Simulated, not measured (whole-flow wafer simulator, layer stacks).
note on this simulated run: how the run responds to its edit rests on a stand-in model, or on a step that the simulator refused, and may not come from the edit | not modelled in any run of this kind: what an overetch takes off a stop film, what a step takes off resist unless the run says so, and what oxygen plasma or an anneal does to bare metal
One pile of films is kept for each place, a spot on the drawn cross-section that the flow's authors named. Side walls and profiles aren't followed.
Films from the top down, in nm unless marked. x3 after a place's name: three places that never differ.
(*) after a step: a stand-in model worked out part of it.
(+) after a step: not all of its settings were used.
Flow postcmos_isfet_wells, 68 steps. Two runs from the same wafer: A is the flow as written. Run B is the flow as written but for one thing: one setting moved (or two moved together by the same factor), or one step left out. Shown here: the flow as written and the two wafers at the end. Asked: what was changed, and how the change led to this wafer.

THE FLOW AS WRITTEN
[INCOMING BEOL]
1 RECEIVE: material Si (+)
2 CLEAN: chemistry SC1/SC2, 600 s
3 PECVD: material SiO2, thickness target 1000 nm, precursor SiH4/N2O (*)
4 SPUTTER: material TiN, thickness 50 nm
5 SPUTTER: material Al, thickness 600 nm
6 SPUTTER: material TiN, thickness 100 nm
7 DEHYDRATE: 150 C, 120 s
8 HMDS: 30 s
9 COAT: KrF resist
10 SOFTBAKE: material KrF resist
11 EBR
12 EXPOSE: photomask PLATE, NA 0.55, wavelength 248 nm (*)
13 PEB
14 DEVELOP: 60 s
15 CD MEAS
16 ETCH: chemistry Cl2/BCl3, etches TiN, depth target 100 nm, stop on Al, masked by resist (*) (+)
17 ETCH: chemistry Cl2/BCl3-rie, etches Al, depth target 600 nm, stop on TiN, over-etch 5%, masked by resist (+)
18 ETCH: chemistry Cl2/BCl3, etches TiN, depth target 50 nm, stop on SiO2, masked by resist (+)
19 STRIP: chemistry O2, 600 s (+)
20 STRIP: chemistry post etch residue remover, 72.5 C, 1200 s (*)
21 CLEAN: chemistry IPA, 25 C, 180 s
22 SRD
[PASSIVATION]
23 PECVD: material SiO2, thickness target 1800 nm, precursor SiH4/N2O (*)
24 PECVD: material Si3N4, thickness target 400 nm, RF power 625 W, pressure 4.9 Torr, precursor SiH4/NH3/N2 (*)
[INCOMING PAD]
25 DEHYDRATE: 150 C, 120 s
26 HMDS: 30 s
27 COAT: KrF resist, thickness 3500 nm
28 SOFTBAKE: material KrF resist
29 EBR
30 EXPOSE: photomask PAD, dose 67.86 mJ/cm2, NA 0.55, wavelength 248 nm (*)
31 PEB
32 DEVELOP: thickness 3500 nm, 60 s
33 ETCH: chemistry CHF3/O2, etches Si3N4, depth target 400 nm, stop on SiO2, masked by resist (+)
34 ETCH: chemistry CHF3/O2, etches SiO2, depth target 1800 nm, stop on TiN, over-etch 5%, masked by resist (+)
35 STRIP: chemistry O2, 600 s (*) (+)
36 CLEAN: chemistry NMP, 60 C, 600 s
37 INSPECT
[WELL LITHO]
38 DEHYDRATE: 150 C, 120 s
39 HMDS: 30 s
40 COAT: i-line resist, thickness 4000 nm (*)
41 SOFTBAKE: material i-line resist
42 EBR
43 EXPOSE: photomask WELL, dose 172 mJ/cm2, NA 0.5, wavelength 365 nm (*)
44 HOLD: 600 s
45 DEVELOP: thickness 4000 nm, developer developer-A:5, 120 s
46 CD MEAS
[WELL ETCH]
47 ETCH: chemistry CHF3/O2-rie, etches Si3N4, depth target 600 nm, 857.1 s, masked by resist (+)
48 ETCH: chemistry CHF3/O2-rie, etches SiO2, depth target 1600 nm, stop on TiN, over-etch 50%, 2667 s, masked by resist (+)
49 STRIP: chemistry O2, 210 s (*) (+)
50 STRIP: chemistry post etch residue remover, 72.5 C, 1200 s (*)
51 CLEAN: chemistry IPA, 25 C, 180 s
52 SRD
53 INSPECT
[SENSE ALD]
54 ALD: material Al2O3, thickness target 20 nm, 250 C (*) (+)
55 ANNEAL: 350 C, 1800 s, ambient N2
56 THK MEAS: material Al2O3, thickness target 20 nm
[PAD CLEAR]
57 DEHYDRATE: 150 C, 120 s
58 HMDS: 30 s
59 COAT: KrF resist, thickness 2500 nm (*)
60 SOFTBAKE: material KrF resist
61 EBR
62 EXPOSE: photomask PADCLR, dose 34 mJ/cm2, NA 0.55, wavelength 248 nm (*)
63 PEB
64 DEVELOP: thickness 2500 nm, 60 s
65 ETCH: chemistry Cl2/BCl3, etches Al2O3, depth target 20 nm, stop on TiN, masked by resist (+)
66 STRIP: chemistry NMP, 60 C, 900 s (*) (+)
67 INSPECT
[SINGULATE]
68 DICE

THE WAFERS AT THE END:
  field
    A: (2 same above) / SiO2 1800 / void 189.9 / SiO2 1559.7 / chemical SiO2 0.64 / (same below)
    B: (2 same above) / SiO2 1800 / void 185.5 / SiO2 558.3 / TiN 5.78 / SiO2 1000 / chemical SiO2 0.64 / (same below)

The cause: step 18, ETCH: depth target 43.8 nm was run, where the flow has depth target 50 nm.

How the change led to this, step by step:
  18 ETCH: chemistry Cl2/BCl3, etches TiN, depth target 50 nm, stop on SiO2, masked by resist (+)
      field: A TiN -50 (all of it) | B TiN -43.8
      margin, well900, well1300 x3, pad_rim, pad_clr, pad_open: A KrF resist -20 | B KrF resist -17.5
  23 PECVD: material SiO2, thickness target 1800 nm, precursor SiH4/N2O (*)
      field: A SiO2 +1800 (new film), void +189.9 (new film), SiO2 +559.7 | B SiO2 +1800 (new film), void +185.5 (new film), SiO2 +558.3 (new film)
Counting metal films that touch as one body, field has 1 body; the flow as written gives 0 bodies.
